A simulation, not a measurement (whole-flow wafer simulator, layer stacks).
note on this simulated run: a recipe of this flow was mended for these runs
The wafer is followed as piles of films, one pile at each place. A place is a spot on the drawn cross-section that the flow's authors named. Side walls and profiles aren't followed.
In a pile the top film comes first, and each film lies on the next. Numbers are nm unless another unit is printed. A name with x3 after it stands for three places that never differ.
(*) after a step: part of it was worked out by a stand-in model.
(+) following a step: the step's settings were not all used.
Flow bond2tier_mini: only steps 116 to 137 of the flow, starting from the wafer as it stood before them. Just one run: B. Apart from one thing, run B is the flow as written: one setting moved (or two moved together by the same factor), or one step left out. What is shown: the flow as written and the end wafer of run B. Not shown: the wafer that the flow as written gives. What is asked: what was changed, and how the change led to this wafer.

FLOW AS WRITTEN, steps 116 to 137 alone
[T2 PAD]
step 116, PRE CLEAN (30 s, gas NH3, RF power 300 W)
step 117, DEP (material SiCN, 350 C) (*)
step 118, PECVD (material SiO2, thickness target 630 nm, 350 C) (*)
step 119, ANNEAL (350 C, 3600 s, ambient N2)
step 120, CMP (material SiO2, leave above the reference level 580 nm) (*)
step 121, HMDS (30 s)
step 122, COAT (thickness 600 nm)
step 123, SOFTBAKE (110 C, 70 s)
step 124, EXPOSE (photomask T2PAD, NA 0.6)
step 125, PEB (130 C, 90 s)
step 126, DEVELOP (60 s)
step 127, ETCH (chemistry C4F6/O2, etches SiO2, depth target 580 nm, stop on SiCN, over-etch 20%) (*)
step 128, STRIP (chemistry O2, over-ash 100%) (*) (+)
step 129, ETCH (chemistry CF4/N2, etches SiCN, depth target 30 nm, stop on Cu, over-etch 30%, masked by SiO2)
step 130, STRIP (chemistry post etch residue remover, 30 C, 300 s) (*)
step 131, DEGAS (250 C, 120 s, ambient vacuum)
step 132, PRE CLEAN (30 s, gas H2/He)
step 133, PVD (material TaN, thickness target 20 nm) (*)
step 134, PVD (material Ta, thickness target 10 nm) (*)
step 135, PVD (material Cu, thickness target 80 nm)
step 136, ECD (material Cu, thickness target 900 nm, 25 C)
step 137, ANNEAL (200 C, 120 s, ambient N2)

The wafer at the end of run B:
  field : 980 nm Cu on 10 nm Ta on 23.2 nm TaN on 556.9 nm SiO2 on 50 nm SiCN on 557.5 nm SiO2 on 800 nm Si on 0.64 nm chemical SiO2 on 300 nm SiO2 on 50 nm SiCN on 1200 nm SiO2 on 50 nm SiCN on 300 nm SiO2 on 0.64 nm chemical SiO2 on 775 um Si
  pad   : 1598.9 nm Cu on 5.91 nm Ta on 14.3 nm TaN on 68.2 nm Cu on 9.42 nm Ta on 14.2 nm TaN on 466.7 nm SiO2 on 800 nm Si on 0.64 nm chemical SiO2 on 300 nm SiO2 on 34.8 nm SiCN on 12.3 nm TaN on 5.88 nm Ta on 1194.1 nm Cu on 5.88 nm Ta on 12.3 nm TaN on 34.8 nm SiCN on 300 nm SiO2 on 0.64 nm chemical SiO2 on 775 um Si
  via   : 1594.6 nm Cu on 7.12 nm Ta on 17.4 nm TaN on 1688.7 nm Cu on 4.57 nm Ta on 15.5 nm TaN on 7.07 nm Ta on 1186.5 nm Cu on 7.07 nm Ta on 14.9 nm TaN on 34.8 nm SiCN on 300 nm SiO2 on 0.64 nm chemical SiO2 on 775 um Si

The reason: step 133, PVD: thickness target 23.2 nm was run, while the flow as written has thickness target 20 nm.
The wafer lets one read it off: field has TaN 23.2, and step 133 as written asks for 20 nm.

The path from the change to this, step by step:
  step 133, PVD (material TaN, thickness target 20 nm) (*)
      field: +23.2 TaN (new film) (as written it would have been: +20 TaN (new film))
      pad: +14.3 TaN (new film) (as written it would have been: +12.3 TaN (new film))
      (as well as at 1 more place)
